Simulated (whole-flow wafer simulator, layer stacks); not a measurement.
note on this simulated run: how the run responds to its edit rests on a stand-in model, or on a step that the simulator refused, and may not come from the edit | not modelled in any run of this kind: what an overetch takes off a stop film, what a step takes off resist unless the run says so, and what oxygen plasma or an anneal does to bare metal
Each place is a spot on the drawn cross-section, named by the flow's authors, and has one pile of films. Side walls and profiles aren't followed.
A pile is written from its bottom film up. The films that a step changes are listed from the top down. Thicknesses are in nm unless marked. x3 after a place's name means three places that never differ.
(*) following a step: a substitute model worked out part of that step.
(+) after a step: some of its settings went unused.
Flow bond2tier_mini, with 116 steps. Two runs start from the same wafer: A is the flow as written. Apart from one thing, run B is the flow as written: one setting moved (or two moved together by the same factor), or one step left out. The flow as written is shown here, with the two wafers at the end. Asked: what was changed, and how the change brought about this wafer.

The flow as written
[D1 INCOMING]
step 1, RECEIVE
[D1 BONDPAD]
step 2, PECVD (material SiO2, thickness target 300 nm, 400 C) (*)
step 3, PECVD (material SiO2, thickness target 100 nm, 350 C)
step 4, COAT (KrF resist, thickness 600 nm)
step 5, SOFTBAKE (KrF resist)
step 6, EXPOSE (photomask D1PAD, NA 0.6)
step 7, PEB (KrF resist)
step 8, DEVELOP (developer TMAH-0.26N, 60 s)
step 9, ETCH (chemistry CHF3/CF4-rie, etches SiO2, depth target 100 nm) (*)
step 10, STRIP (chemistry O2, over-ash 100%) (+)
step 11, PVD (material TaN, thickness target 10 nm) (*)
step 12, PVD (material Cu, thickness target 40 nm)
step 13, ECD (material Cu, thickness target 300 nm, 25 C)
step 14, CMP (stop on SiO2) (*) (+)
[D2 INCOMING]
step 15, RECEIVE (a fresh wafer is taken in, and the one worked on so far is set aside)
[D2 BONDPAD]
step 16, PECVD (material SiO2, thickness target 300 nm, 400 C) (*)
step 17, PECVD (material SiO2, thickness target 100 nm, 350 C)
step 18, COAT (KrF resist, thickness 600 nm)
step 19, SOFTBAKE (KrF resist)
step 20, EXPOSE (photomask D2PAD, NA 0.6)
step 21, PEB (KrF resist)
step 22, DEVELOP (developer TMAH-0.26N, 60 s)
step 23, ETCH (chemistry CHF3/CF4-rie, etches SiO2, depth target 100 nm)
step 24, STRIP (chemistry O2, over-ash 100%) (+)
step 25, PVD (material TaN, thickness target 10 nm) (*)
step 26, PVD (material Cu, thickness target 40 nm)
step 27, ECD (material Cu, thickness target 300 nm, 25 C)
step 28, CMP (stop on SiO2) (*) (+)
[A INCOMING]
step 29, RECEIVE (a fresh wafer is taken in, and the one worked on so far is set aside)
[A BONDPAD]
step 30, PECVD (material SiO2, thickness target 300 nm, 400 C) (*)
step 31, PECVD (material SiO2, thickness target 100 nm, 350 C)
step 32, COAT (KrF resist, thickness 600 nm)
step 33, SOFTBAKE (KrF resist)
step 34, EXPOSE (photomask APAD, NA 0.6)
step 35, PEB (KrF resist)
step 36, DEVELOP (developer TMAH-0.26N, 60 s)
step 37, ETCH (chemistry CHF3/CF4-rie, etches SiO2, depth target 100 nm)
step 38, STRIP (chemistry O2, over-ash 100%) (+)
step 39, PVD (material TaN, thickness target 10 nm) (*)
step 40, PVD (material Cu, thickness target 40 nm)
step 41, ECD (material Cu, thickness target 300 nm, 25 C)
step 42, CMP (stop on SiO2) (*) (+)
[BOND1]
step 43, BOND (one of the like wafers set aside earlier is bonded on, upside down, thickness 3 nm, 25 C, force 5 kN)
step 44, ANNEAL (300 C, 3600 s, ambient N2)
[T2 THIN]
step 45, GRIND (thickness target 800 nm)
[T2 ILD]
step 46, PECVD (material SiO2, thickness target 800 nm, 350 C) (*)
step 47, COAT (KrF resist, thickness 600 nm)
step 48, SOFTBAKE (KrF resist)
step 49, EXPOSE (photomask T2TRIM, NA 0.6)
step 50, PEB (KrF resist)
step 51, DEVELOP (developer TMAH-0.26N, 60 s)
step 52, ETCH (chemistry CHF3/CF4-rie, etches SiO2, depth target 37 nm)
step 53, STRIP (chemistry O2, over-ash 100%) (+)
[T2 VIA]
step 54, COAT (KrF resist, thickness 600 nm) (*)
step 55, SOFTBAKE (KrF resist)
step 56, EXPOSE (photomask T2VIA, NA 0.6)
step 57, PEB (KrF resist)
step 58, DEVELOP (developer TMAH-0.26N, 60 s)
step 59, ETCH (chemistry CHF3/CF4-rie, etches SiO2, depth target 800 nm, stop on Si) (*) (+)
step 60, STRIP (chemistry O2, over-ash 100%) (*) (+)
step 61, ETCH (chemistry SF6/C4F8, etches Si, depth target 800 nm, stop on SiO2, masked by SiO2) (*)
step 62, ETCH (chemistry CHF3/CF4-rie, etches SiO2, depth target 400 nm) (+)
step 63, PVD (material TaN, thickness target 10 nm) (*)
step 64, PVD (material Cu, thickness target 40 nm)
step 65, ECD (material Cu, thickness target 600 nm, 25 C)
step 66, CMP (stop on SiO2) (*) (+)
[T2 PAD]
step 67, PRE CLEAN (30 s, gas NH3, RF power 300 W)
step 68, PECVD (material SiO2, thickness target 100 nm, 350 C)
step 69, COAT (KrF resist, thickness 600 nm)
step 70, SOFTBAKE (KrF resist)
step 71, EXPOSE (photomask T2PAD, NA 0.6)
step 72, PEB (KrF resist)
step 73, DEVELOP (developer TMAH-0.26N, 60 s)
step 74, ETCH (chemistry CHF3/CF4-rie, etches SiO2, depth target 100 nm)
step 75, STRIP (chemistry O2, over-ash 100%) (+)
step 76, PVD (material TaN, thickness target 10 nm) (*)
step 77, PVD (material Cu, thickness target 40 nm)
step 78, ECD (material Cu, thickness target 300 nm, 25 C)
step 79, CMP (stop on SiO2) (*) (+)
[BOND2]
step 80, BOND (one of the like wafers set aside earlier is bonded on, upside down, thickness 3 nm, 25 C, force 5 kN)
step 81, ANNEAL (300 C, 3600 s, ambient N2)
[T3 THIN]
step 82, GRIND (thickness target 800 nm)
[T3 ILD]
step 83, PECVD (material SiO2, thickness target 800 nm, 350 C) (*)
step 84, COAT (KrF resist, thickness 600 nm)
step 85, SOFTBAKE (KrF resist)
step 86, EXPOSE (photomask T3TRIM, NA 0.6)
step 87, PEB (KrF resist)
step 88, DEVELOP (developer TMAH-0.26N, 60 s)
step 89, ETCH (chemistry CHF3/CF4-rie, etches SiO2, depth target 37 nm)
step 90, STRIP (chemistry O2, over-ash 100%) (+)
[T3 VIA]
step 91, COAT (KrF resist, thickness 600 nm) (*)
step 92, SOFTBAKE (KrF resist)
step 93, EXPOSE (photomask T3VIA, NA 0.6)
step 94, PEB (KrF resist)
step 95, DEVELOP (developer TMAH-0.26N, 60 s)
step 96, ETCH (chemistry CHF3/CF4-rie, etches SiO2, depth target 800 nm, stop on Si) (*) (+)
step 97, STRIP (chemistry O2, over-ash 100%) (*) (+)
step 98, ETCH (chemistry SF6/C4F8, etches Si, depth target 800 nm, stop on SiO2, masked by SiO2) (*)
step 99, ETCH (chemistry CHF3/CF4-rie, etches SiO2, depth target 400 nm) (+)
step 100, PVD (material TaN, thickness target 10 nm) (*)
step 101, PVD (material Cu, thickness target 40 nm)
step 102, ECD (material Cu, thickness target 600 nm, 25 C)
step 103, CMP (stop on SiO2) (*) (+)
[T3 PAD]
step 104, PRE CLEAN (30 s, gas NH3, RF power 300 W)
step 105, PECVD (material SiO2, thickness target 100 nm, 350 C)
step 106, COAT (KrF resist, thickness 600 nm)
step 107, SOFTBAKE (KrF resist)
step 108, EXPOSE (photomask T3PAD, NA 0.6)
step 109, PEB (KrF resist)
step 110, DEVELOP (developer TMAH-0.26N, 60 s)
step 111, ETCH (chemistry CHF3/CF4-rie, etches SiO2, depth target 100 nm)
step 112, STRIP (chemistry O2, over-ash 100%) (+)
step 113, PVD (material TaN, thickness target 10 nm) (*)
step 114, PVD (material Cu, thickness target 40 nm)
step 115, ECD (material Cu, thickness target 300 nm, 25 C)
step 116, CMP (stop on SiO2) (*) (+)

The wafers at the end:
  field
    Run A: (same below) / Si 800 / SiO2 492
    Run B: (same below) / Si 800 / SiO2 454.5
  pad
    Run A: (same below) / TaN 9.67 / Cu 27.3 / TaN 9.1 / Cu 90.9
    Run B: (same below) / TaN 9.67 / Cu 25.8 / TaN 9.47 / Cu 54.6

Cause: step 105, PECVD: thickness target 62.5 nm was run, while the flow as written has thickness target 100 nm.

How this came from the change, step by step:
  step 105, PECVD (material SiO2, thickness target 100 nm, 350 C)
      field: A SiO2 gains 100 | B SiO2 gains 62.5
      pad: A SiO2 gains 100 (new film) | B SiO2 gains 62.5 (new film)
  step 111, ETCH (chemistry CHF3/CF4-rie, etches SiO2, depth target 100 nm)
      pad: A SiO2 loses 100 (all of it) | B SiO2 loses 62.5 (all of it), Cu loses 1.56
      field: A KrF resist loses 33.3 | B KrF resist loses 31.2
  step 114, PVD (material Cu, thickness target 40 nm)
      pad: A Cu gains 36.4 (new film) | B Cu gains 37.7 (new film)
  step 115, ECD (material Cu, thickness target 300 nm, 25 C)
      pad: A Cu gains 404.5 | B Cu gains 366.9
